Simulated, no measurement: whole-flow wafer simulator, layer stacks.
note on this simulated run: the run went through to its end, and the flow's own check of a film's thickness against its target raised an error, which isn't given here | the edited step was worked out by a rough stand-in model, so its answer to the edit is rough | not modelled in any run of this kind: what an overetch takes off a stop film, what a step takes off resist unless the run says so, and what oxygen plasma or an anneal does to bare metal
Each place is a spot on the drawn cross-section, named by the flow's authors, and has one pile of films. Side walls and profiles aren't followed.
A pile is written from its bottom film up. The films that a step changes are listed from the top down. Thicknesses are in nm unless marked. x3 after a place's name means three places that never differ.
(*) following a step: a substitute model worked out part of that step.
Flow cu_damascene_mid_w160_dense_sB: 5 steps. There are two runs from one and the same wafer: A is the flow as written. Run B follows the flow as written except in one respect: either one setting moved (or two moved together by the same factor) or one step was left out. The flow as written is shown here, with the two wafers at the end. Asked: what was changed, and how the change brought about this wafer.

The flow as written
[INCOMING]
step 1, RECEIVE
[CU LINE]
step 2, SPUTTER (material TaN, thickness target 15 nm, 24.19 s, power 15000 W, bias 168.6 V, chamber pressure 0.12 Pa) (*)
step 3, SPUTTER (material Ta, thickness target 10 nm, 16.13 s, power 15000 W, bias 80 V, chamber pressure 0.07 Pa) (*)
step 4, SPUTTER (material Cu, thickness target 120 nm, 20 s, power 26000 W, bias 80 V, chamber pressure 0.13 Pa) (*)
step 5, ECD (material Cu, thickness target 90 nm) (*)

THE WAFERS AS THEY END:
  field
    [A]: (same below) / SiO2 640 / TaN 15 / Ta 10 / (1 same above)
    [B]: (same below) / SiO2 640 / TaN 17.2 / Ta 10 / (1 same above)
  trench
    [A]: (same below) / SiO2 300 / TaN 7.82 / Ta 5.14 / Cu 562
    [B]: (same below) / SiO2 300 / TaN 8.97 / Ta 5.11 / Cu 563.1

Cause: step 2, SPUTTER: thickness target 17.2 nm was run, though the flow has thickness target 15 nm; step 2, SPUTTER: 27.82 s was run, where the flow has 24.19 s.
One can read it off the wafer: field has TaN 17.2, and step 2 as written asks for 15 nm.

Step by step, how the change led to this:
  step 2, SPUTTER (material TaN, thickness target 15 nm, 24.19 s, power 15000 W, bias 168.6 V, chamber pressure 0.12 Pa) (*)
      field: A +15 TaN (new film) | B +17.2 TaN (new film)
      trench: A +7.82 TaN (new film) | B +8.97 TaN (new film)
